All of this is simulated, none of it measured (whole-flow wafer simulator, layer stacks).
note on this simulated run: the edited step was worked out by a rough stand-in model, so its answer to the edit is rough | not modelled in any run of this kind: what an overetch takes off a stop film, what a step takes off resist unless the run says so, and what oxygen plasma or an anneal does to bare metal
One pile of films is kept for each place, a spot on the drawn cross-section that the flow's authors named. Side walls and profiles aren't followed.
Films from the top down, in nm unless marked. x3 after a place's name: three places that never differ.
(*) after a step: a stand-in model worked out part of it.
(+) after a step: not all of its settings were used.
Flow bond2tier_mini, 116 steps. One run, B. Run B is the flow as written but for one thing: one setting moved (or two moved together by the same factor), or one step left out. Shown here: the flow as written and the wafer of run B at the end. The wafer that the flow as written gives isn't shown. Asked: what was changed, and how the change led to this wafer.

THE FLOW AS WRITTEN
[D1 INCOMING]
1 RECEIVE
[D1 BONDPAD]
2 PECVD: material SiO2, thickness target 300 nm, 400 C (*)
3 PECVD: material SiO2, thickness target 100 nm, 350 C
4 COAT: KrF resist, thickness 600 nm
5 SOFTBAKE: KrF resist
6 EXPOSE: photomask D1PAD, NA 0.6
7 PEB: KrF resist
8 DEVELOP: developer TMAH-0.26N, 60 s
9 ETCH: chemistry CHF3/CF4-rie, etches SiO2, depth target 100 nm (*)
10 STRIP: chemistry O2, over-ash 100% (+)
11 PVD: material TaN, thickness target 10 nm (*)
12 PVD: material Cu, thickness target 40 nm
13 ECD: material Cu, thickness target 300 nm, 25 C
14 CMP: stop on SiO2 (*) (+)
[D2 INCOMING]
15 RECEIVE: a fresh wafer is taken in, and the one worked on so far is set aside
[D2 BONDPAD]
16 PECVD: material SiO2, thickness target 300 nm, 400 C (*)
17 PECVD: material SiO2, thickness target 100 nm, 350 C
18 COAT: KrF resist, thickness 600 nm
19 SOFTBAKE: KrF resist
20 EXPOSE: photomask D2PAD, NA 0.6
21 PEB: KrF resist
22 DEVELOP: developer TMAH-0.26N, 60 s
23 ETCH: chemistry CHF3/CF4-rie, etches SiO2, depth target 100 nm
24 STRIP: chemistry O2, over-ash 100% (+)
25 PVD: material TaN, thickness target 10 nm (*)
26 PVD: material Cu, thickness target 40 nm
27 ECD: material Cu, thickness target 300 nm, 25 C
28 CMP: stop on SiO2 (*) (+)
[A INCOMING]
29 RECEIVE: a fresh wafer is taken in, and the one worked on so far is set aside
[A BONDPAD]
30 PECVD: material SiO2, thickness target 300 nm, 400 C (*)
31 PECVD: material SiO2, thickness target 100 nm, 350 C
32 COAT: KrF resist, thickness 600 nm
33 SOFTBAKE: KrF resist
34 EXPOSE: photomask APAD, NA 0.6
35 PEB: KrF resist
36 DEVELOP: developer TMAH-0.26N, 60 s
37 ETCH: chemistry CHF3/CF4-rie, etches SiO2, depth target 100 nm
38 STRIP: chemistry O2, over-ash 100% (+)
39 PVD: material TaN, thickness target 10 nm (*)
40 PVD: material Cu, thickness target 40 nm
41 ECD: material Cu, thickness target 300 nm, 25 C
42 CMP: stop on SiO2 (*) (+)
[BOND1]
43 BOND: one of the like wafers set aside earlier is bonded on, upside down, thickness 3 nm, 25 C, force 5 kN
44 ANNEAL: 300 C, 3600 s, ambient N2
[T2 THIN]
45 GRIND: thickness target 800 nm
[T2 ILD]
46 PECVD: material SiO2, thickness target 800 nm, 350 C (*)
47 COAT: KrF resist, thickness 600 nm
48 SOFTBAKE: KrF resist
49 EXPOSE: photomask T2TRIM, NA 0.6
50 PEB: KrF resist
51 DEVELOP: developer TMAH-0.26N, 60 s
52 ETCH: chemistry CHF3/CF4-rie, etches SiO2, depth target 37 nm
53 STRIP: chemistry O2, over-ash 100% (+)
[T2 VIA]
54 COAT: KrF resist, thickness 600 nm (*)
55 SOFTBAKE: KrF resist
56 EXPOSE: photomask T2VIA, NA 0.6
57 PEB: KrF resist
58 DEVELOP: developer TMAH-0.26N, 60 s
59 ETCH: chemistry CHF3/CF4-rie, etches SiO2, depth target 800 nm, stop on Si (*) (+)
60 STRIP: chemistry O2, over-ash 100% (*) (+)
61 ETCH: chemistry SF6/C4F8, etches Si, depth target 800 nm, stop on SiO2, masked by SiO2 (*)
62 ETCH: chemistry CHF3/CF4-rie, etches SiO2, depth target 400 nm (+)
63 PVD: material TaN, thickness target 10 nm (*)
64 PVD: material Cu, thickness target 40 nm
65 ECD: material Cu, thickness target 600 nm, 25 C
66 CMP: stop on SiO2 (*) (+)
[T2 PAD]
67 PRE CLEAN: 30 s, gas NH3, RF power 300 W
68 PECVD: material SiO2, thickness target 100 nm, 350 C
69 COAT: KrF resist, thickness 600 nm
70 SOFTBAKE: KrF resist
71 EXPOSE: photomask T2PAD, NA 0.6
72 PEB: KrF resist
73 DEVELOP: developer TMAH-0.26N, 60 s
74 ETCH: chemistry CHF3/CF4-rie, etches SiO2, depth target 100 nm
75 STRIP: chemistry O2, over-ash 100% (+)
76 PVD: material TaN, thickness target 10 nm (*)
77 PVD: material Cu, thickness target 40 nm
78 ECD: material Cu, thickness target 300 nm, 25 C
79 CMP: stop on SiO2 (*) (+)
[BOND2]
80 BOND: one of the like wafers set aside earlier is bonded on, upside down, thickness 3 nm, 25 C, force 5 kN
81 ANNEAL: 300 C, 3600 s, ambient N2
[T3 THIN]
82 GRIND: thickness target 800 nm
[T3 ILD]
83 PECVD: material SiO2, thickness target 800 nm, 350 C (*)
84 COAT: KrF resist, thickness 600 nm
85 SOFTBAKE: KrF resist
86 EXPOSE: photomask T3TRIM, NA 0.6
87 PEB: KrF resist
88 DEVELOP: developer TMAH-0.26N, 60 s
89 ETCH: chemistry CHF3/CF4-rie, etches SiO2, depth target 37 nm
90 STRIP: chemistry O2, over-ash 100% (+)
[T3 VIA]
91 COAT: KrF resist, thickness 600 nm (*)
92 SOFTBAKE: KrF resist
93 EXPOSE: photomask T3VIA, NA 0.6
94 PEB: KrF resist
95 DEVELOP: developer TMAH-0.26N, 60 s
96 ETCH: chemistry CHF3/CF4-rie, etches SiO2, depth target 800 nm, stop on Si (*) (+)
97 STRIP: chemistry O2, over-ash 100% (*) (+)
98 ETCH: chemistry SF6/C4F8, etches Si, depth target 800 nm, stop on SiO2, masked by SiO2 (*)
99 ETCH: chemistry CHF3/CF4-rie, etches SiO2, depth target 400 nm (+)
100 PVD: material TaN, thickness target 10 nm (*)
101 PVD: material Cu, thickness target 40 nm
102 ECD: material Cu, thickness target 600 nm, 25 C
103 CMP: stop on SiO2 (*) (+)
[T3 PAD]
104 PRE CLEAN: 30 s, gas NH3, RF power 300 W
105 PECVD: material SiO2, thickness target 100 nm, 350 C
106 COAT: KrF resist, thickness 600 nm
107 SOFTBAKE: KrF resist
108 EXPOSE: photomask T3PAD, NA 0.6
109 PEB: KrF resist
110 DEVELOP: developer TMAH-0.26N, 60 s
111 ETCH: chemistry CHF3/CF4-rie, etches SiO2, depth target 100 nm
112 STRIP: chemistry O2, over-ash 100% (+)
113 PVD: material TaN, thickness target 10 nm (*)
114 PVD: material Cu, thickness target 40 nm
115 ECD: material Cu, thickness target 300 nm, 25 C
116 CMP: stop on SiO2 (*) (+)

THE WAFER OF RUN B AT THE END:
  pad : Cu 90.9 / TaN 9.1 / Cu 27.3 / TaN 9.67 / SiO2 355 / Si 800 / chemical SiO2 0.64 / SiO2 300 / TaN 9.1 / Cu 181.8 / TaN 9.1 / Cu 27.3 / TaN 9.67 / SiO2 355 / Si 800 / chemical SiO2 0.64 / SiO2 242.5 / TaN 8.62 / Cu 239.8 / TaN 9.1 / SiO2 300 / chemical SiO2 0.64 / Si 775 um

The cause: step 9, ETCH: depth target 157.5 nm was run, where the flow has depth target 100 nm.

How the change led to this, step by step:
  9 ETCH: chemistry CHF3/CF4-rie, etches SiO2, depth target 100 nm (*)
      pad, via: SiO2 -157.5 (as written it would be: SiO2 -100)
      field: KrF resist -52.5 (as written it would be: KrF resist -33.3)
  10 STRIP: chemistry O2, over-ash 100% (+)
      field: KrF resist -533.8 (all of it) (as written it would be: KrF resist -552.9 (all of it))
  12 PVD: material Cu, thickness target 40 nm
      pad: Cu +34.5 (new film) (as written it would be: Cu +36.4 (new film))
  13 ECD: material Cu, thickness target 300 nm, 25 C
      pad: Cu +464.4 (as written it would be: Cu +404.5)
      via: Cu +458.1 (as written it would be: Cu +400.2)
  43 BOND: one of the like wafers set aside earlier is bonded on, upside down, thickness 3 nm, 25 C, force 5 kN
      pad: Si +775 um (new film), chemical SiO2 +0.64 (new film), SiO2 +242.5 (new film), TaN +8.62 (new film), Cu +148.9 (as written it would be: Si +775 um (new film), chemical SiO2 +0.64 (new film), SiO2 +300 (new film), TaN +9.1 (new film), Cu +90.9)
      via: Si +775 um (new film), chemical SiO2 +0.64 (new film), SiO2 +242.5 (new film), TaN +9.89 (new film), Cu +147.6 (as written it would be: Si +775 um (new film), chemical SiO2 +0.64 (new film), SiO2 +300 (new film), TaN +9.97 (new film), Cu +90)
